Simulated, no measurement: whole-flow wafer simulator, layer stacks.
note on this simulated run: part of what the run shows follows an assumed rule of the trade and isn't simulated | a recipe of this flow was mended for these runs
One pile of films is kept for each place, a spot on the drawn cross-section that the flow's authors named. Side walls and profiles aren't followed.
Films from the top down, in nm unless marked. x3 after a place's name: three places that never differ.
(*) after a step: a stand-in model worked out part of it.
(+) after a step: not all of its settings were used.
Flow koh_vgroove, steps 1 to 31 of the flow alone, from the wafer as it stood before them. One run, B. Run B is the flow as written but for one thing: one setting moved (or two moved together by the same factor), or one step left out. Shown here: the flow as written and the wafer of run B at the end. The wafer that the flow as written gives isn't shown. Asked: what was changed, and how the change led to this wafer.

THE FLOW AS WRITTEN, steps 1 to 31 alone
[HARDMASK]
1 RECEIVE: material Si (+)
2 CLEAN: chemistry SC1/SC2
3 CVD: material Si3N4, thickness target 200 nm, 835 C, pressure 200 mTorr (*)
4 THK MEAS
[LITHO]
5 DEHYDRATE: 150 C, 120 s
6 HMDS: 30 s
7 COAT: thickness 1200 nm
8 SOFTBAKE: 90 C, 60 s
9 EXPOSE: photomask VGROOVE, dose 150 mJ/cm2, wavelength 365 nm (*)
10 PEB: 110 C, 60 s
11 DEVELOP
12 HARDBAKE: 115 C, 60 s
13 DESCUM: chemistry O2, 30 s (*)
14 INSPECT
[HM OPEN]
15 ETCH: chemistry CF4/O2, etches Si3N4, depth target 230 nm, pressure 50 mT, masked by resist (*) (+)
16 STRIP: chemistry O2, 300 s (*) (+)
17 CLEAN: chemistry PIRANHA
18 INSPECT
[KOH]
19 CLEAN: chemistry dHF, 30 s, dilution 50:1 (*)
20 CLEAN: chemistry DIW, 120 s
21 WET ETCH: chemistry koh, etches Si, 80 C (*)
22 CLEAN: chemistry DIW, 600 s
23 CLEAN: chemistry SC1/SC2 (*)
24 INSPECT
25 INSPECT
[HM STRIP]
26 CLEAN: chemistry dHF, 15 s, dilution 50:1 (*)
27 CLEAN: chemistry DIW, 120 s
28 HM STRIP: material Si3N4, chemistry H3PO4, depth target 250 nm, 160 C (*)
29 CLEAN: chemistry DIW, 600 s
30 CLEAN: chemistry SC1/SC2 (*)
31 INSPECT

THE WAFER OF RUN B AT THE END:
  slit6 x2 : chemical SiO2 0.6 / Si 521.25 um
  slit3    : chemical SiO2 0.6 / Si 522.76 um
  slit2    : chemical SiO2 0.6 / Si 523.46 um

The cause: step 15, ETCH: depth target 207 nm was run, where the flow has depth target 230 nm.

How the change led to this, step by step:
  15 ETCH: chemistry CF4/O2, etches Si3N4, depth target 230 nm, pressure 50 mT, masked by resist (*) (+)
      slit3, slit2, slit6 x2: Si3N4 -200 (all of it), chemical SiO2 -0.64 (all of it), Si -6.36 (as written it would be: Si3N4 -200 (all of it), chemical SiO2 -0.64 (all of it), Si -29.4)
      field: i-line-resist -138 (as written it would be: i-line-resist -153.3)
